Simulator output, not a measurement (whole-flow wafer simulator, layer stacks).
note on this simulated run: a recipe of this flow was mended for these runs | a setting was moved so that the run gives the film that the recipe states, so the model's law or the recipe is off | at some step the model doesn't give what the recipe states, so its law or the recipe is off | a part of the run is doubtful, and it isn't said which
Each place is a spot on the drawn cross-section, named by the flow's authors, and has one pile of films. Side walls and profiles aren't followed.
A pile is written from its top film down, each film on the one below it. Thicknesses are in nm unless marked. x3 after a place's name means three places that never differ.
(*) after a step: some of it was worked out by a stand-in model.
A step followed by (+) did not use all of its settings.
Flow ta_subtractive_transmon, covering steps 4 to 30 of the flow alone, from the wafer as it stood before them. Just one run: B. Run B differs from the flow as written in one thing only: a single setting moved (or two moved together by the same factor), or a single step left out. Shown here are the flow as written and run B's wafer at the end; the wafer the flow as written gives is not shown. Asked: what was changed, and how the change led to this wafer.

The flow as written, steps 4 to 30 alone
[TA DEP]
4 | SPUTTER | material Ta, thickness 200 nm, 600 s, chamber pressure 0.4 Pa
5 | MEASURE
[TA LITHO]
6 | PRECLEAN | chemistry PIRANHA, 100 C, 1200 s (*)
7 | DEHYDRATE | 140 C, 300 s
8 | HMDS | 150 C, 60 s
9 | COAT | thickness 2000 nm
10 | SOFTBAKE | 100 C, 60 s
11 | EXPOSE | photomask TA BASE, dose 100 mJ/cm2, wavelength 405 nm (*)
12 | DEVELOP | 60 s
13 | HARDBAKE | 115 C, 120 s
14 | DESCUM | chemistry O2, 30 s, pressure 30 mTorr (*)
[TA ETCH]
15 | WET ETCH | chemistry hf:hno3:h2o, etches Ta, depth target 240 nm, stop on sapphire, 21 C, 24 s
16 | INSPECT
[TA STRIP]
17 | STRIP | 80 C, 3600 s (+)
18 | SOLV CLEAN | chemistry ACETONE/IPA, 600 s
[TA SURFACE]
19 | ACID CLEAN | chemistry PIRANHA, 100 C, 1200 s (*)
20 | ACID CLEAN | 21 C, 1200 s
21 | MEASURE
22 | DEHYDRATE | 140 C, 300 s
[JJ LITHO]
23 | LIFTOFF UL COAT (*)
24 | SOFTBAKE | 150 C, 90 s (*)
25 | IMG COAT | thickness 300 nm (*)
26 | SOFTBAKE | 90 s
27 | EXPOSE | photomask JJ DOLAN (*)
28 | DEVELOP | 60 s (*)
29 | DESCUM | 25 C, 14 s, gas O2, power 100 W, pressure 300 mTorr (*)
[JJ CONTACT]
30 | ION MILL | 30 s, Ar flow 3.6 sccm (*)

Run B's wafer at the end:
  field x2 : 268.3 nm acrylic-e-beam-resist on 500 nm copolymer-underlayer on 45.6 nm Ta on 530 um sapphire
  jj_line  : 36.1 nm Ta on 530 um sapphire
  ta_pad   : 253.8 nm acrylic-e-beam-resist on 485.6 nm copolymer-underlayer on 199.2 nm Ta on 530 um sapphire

The reason: step 15, WET ETCH: 15.36 s was run, while the flow as written has 24 s.

The path from the change to this, step by step:
  15 | WET ETCH | chemistry hf:hno3:h2o, etches Ta, depth target 240 nm, stop on sapphire, 21 C, 24 s
      field x2, jj_line, lead: Ta loses 153.6 (in the flow as written it would be: Ta loses 199.7 (all of it))
  23 | LIFTOFF UL COAT (*)
      lead: copolymer-underlayer gains 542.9 (new film) (in the flow as written it would be: copolymer-underlayer gains 554.7 (new film))
      ta_contact: copolymer-underlayer gains 455.8 (new film) (in the flow as written it would be: copolymer-underlayer gains 443.9 (new film))
  28 | DEVELOP | 60 s (*)
      lead: acrylic-e-beam-resist loses 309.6 (all of it), copolymer-underlayer loses 542.9 (all of it) (in the flow as written it would be: acrylic-e-beam-resist loses 312.5 (all of it), copolymer-underlayer loses 554.7 (all of it))
      ta_contact: acrylic-e-beam-resist loses 290.5 (all of it), copolymer-underlayer loses 455.8 (all of it) (in the flow as written it would be: acrylic-e-beam-resist loses 287.5 (all of it), copolymer-underlayer loses 443.9 (all of it))
  30 | ION MILL | 30 s, Ar flow 3.6 sccm (*)
      jj_line, lead: Ta loses 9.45 (in the flow as written it would be: sapphire loses 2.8)
Taking metal films that touch as one body, field x2 has 1 body; the flow as written gives 0 bodies.
Taking metal films that touch as one body, jj_line has 1 body; the flow as written gives 0 bodies.
